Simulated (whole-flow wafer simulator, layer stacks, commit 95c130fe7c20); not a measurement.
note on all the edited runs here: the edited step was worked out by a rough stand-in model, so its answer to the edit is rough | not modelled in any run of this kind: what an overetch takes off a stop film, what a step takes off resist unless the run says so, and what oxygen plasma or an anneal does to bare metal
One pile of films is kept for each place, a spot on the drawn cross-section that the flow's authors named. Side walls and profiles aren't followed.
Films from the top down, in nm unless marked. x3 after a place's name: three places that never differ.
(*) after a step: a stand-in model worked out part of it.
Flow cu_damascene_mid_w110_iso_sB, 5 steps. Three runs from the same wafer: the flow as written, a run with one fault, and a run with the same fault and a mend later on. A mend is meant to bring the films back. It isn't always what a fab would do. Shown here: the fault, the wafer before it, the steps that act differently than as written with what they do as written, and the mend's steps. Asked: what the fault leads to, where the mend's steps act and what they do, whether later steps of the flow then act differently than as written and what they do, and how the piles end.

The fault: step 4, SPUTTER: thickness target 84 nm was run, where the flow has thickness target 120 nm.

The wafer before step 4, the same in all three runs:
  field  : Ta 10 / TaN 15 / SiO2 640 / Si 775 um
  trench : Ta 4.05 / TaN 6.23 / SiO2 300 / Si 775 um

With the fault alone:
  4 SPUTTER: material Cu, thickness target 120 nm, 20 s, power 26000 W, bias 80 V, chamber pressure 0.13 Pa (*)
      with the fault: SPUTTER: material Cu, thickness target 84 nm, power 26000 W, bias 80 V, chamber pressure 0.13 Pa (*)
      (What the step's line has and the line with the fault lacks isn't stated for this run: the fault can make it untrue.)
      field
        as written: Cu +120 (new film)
        with the fault: Cu +84 (new film)
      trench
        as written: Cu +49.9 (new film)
        with the fault: Cu +34.9 (new film)
  Later steps of the flow that act differently than as written:
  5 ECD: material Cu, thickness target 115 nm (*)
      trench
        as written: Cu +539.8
        with the fault: Cu +518.8
  At the end the piles differ from the flow's by more than 2% or 0.5 nm, whichever is larger, at field, trench.
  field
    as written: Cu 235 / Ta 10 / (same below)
    with the fault: Cu 199 / Ta 10 / (same below)
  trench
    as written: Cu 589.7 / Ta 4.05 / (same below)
    with the fault: Cu 553.7 / Ta 4.05 / (same below)

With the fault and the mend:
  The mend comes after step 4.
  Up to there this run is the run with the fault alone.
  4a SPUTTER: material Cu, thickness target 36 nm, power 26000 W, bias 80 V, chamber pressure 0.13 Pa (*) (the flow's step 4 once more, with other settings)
      field
        Cu +36
      trench
        Cu +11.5
  No later step of the flow acts differently than as written, at any place that is followed, by more than 2% or 0.5 nm, whichever is larger.
  At the end the piles are the same as the flow's at every place that both follow.
